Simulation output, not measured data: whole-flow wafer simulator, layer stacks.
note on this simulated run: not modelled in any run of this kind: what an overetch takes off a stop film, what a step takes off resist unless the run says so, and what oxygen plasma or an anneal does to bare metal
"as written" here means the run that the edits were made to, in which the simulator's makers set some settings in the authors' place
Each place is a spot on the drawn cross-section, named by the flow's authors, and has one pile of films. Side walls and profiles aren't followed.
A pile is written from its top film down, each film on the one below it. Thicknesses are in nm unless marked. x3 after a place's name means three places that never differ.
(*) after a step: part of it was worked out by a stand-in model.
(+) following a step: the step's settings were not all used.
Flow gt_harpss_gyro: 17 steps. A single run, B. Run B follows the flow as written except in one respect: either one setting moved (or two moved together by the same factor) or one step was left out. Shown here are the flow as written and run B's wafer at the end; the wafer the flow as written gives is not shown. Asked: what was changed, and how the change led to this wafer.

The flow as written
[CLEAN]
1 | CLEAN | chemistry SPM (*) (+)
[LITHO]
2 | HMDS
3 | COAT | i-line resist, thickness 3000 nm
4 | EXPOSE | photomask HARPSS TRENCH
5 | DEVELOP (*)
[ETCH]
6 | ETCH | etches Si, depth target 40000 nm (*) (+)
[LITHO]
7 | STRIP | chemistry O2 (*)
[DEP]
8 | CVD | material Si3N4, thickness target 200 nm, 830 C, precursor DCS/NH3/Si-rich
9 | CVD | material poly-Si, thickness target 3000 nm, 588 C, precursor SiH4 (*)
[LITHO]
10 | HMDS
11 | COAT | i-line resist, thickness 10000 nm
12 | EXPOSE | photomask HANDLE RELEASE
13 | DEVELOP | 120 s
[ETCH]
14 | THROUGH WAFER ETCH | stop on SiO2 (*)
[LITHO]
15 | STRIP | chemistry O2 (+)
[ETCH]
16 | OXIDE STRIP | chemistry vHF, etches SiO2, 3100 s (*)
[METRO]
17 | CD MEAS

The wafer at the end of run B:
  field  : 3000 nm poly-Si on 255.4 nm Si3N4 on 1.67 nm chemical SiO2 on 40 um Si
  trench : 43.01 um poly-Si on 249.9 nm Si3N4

The reason: step 8, CVD: thickness target 255.4 nm was run, whereas the flow has thickness target 200 nm.
The wafer itself shows it: field has Si3N4 255.4, and step 8 as written asks for 200 nm.

The path from the change to this, step by step:
  8 | CVD | material Si3N4, thickness target 200 nm, 830 C, precursor DCS/NH3/Si-rich
      field: +255.4 Si3N4 (new film) (it would be, as written: +200 Si3N4 (new film))
      trench: +249.9 Si3N4 (new film) (it would be, as written: +195.9 Si3N4 (new film))
